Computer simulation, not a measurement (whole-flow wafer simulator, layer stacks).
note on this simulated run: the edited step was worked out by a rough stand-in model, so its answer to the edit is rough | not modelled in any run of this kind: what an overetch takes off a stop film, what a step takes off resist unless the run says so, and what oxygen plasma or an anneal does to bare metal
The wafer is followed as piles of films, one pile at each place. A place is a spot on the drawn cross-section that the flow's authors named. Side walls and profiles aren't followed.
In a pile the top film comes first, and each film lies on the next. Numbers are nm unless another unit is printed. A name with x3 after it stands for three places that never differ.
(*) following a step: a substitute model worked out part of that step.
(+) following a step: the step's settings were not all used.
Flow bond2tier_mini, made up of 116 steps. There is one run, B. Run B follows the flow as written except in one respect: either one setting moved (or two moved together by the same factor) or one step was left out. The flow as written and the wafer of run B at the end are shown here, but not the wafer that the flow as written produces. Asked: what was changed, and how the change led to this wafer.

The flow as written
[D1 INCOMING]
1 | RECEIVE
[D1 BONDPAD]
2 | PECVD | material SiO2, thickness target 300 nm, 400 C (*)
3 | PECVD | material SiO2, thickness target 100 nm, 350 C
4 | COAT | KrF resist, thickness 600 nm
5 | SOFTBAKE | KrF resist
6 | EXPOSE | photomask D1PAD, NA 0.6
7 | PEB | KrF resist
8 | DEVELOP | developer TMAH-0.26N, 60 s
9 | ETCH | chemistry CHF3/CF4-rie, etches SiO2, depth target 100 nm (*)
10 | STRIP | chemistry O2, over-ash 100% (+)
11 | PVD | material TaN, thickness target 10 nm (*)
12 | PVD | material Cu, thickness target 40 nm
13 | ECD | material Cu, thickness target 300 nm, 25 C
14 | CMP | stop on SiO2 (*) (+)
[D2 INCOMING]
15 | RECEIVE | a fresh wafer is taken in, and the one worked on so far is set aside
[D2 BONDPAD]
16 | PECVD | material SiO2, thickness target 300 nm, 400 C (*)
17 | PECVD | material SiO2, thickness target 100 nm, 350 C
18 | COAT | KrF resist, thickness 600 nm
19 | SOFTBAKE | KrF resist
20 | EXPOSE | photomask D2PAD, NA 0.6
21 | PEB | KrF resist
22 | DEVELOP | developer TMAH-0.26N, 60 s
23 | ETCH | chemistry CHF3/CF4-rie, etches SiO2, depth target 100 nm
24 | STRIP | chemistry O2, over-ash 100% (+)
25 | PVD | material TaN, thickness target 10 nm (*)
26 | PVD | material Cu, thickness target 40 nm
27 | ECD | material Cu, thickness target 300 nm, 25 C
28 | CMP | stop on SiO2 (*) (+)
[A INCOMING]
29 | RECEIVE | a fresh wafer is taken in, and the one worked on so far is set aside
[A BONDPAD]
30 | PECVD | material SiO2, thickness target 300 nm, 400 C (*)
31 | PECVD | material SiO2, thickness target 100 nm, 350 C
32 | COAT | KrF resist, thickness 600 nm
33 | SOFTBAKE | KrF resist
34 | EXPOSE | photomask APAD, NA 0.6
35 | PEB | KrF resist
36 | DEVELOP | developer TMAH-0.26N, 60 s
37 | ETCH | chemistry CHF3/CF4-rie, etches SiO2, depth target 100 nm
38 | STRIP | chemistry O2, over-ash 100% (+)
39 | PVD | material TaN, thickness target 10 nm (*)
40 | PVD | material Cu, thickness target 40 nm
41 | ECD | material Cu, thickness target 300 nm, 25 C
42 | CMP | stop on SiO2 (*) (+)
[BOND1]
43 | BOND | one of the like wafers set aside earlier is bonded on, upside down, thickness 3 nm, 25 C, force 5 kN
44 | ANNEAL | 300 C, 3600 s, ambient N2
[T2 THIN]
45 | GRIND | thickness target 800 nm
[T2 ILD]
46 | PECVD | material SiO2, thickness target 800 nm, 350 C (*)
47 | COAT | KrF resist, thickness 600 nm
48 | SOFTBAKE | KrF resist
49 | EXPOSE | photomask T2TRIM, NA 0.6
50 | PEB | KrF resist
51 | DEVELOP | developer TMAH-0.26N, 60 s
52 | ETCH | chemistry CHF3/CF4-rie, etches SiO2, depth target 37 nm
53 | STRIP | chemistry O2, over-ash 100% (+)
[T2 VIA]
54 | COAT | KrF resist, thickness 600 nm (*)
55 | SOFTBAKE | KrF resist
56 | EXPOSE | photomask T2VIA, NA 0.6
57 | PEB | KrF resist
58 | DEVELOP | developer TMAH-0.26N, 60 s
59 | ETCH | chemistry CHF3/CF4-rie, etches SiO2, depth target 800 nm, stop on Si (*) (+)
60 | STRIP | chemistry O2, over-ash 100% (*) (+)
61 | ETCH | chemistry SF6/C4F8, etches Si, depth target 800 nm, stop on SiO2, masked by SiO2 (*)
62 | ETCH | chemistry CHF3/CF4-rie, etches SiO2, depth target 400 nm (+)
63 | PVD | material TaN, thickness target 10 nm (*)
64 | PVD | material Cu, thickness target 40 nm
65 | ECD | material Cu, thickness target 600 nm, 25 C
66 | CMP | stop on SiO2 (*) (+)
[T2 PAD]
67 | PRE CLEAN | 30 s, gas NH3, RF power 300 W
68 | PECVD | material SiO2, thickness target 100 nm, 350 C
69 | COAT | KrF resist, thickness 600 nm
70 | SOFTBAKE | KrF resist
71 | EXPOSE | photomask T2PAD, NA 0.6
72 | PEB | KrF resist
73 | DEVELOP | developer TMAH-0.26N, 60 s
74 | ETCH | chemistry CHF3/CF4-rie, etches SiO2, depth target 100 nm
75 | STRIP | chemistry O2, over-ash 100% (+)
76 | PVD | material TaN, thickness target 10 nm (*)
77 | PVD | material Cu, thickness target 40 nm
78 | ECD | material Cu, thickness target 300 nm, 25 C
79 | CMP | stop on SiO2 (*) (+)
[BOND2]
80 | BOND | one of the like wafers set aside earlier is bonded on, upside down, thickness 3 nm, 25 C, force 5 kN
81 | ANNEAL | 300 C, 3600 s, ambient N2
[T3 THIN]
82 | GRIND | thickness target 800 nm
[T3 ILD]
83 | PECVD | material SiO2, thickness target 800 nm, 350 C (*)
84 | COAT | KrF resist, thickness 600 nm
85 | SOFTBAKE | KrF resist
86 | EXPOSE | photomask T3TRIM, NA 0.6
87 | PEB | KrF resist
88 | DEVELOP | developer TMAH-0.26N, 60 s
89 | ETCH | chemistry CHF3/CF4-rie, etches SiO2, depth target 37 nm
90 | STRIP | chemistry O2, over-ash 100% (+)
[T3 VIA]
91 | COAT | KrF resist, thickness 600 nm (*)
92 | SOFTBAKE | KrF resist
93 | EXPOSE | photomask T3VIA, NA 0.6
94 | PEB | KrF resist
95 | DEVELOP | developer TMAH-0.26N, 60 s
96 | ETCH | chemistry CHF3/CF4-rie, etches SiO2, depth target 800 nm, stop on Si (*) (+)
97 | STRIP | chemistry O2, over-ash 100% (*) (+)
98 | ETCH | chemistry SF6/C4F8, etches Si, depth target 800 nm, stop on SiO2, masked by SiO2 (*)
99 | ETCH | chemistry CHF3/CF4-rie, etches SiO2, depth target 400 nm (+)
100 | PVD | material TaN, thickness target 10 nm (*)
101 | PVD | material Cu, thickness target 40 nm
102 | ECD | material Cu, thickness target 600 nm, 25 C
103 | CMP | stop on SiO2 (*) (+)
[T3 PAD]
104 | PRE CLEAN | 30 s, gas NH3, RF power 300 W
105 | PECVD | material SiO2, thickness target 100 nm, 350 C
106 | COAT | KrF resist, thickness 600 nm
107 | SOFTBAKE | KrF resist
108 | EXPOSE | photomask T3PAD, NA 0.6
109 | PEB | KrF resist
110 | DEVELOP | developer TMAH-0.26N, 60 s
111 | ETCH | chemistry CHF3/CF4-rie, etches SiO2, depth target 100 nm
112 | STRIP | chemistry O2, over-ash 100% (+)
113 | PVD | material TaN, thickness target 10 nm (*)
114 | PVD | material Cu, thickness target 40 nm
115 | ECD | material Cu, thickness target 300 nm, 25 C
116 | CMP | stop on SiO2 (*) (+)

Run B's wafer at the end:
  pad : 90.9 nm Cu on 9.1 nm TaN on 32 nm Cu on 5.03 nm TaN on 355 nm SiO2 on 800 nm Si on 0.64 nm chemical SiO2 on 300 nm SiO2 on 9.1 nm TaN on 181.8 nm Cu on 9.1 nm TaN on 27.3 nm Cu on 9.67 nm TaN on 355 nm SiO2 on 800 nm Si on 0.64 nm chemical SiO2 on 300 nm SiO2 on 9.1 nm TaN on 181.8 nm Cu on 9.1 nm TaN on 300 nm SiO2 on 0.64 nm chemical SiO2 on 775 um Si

Cause: step 100, PVD: thickness target 5.2 nm was run, whereas the flow has thickness target 10 nm.

How this came from the change, step by step:
  100 | PVD | material TaN, thickness target 10 nm (*)
      field: TaN gains 5.2 (new film) (it would be, as written: TaN gains 10 (new film))
      pad: TaN gains 5.03 (new film) (it would be, as written: TaN gains 9.67 (new film))
  103 | CMP | stop on SiO2 (*) (+)
      field: Cu loses 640 (all of it), TaN loses 5.2 (all of it) (it would be, as written: Cu loses 640 (all of it), TaN loses 10 (all of it))
